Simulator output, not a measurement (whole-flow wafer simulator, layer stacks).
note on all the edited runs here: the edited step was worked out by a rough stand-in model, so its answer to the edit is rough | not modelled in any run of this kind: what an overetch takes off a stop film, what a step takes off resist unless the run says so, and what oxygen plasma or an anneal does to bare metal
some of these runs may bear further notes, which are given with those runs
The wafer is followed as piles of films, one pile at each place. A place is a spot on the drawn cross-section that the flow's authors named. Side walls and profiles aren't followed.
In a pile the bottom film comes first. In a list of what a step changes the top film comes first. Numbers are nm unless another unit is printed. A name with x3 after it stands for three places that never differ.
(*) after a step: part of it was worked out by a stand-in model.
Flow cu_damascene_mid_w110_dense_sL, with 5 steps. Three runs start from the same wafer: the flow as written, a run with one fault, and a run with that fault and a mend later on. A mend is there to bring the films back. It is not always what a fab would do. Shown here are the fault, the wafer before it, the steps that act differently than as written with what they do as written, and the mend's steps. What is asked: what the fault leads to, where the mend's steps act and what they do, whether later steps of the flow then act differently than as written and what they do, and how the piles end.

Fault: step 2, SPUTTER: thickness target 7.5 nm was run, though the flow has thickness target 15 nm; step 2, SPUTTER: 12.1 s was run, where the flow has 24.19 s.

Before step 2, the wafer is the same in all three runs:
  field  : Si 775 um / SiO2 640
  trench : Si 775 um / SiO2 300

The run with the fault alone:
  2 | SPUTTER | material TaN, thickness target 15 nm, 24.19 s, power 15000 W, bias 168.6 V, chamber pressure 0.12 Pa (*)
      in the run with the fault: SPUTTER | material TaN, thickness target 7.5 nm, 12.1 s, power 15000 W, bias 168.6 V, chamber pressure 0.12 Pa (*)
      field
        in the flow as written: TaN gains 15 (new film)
        in the run with the fault: TaN gains 7.5 (new film)
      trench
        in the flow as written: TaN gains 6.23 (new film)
        in the run with the fault: TaN gains 3.12 (new film)
  Steps later in the flow that act otherwise than as written (not shown: 2 more steps that differ only slightly, by at most 2% or 0.5 nm, whichever is larger):
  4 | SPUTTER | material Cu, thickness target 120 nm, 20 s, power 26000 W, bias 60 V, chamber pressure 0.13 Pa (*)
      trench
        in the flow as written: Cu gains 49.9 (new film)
        in the run with the fault: Cu gains 51.2 (new film)
  The piles end different from the flow's at field, trench by more than 2% or 0.5 nm, whichever is larger.
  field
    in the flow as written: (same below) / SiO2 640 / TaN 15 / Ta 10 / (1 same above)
    in the run with the fault: (same below) / SiO2 640 / TaN 7.5 / Ta 10 / (1 same above)
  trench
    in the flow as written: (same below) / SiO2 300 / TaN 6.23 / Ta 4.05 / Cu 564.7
    in the run with the fault: (same below) / SiO2 300 / TaN 3.12 / Ta 4.14 / Cu 560.2

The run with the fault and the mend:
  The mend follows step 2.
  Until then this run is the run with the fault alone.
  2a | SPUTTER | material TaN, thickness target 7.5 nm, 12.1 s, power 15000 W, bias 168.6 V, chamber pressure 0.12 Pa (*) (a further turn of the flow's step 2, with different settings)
      field
        TaN gains 7.5
      trench
        TaN gains 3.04
  Every later step of the flow that is run acts as written, at every place that is followed, to within 2% or 0.5 nm, whichever is larger.
  The piles end only slightly different from the flow's at the places that both follow, by no more than 2% or 0.5 nm, whichever is larger.
